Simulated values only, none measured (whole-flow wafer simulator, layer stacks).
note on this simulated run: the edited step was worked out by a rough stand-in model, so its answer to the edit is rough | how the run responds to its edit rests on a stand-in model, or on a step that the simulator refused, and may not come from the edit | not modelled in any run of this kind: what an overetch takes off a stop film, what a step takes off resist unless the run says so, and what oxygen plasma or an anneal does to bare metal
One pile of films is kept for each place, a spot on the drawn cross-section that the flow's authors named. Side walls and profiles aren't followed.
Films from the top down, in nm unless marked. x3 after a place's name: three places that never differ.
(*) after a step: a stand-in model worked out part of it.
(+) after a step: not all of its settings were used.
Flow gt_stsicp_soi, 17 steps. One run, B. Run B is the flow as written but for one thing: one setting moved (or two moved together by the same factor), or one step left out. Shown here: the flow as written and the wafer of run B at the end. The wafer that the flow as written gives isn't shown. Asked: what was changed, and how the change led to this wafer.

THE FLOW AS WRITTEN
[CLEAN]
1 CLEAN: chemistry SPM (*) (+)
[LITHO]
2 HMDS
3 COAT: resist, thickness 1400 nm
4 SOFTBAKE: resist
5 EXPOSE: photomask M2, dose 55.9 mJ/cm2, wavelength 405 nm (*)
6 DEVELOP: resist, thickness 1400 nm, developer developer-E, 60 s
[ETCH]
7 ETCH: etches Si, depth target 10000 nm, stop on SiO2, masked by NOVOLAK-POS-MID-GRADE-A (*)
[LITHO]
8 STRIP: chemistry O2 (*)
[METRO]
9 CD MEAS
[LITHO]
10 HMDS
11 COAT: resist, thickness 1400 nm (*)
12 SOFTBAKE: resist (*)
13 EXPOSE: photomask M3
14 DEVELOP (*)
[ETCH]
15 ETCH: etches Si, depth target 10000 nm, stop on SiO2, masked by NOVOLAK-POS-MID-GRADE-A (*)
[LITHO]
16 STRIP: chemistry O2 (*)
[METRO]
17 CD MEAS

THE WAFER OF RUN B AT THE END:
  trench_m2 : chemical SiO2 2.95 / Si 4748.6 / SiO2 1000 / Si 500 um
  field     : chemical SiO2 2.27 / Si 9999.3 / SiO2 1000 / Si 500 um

The cause: step 7, ETCH: depth target 5250 nm was run, where the flow has depth target 10000 nm.

How the change led to this, step by step:
  7 ETCH: etches Si, depth target 10000 nm, stop on SiO2, masked by NOVOLAK-POS-MID-GRADE-A (*)
      trench_m2: chemical SiO2 -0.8 (all of it), Si -5250 (as written it would be: chemical SiO2 -0.8 (all of it), Si -9999.9 (all of it))
      field, trench_m3: resist -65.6 (as written it would be: resist -125)
  8 STRIP: chemistry O2 (*)
      trench_m2: chemical SiO2 +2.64 (new film), Si -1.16 (as written it would be: nothing)
      field, trench_m3: resist -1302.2 (all of it), chemical SiO2 +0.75, Si -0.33 (as written it would be: resist -1242.8 (all of it), chemical SiO2 +0.74, Si -0.33)
  11 COAT: resist, thickness 1400 nm (*)
      field: resist +1364.5 (new film) (as written it would be: resist +1332.8 (new film))
      trench_m2: resist +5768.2 (new film) (as written it would be: resist +9583.4 (new film))
      (and at 1 more place)
  12 SOFTBAKE: resist (*)
      trench_m2: resist +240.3 (as written it would be: nothing)
      trench_m3: resist +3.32 (as written it would be: nothing)
  14 DEVELOP (*)
      trench_m3: resist -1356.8 (all of it) (as written it would be: resist -1311.7 (all of it))
  16 STRIP: chemistry O2 (*)
      trench_m2: resist -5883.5 (all of it), chemical SiO2 +0.31, Si -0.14 (as written it would be: resist -9458.4 (all of it))
      field: resist -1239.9 (all of it), chemical SiO2 +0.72, Si -0.32 (as written it would be: resist -1207.8 (all of it), chemical SiO2 +0.94, Si -0.41)
